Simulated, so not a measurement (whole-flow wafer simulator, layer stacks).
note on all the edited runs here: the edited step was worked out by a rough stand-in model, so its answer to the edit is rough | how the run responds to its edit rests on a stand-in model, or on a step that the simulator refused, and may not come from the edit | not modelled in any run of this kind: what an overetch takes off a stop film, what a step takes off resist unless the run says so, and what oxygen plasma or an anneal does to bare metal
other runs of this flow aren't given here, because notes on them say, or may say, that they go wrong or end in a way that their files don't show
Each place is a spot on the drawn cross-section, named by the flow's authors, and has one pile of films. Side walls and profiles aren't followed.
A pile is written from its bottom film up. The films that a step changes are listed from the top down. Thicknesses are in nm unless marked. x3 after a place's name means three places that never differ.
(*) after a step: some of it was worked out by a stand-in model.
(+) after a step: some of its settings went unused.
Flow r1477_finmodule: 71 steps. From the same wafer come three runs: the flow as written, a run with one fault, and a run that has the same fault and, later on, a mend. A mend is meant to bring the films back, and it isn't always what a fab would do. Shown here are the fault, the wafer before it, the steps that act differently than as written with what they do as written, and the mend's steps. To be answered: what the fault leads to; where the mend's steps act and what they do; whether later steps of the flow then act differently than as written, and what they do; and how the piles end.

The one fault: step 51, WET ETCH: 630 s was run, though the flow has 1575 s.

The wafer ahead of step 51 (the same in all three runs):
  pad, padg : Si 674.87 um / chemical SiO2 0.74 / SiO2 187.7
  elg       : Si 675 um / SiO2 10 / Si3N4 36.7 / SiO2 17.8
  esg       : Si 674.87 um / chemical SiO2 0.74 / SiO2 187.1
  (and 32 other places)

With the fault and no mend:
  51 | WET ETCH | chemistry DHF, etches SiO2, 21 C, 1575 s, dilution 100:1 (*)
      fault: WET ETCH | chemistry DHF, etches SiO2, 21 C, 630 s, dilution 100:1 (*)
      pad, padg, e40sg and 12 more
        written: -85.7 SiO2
        fault: -34.3 SiO2
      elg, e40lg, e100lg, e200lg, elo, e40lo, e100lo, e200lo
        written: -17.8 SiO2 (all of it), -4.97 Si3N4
        fault: -17.8 SiO2 (all of it), -1.12 Si3N4
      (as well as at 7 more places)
  Steps later in the flow that act otherwise than as written (1 more step, not shown, differs only slightly: by at most 2% or 0.5 nm, whichever is larger):
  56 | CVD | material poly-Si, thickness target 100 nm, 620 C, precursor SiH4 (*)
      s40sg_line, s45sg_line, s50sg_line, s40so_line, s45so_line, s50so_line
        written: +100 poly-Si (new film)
        fault: +128.8 poly-Si (new film)
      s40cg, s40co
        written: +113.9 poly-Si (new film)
        fault: +100 poly-Si (new film)
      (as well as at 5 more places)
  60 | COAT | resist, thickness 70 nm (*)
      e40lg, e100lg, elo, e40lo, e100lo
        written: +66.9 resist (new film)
        fault: +69.2 resist (new film)
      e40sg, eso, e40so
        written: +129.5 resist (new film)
        fault: +84.3 resist (new film)
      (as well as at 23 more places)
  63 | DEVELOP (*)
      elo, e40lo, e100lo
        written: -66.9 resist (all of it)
        fault: -69.2 resist (all of it)
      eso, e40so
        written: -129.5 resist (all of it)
        fault: -84.3 resist (all of it)
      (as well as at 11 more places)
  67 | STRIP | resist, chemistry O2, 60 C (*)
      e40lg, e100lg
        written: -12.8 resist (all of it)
        fault: -15.1 resist (all of it)
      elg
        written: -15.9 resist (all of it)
        fault: -15.3 resist (all of it)
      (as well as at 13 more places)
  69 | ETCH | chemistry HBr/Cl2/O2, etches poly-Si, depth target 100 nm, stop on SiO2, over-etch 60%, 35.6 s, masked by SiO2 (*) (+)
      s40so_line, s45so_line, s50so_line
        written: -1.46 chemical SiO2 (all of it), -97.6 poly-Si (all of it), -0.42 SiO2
        fault: -1.16 chemical SiO2 (all of it), -126.5 poly-Si (all of it), -0.17 SiO2
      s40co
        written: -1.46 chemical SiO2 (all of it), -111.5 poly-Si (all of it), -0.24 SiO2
        fault: -1.16 chemical SiO2 (all of it), -97.7 poly-Si (all of it), -0.42 SiO2
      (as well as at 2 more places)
  The piles end different from the flow's at pad, padg, elg and 30 more by more than 2% or 0.5 nm, whichever is larger.
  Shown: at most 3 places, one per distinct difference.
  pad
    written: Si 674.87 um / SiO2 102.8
    fault: Si 674.87 um / SiO2 154.1
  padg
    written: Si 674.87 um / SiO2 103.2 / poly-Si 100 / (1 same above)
    fault: Si 674.87 um / SiO2 154.6 / poly-Si 100 / (1 same above)
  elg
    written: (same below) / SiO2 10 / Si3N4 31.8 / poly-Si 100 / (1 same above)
    fault: (same below) / SiO2 10 / Si3N4 35.6 / poly-Si 100 / (1 same above)

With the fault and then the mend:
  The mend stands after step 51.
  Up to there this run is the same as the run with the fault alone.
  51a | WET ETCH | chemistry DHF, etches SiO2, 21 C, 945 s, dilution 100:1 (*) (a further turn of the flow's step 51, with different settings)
      pad, padg, e40sg and 12 more
        -51.4 SiO2
      elg, e40lg, e100lg, e200lg, elo, e40lo, e100lo, e200lo
        -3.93 Si3N4
      esg, s40cg, s45cg, s50cg, s40co, s45co, s50co
        -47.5 SiO2
  Every later step of the flow that is run acts as written, at every place that is followed, to within 2% or 0.5 nm, whichever is larger.
  When the end is reached, the piles differ only a little from the flow's at the places that both follow, at most by 2% or 0.5 nm, whichever is larger.
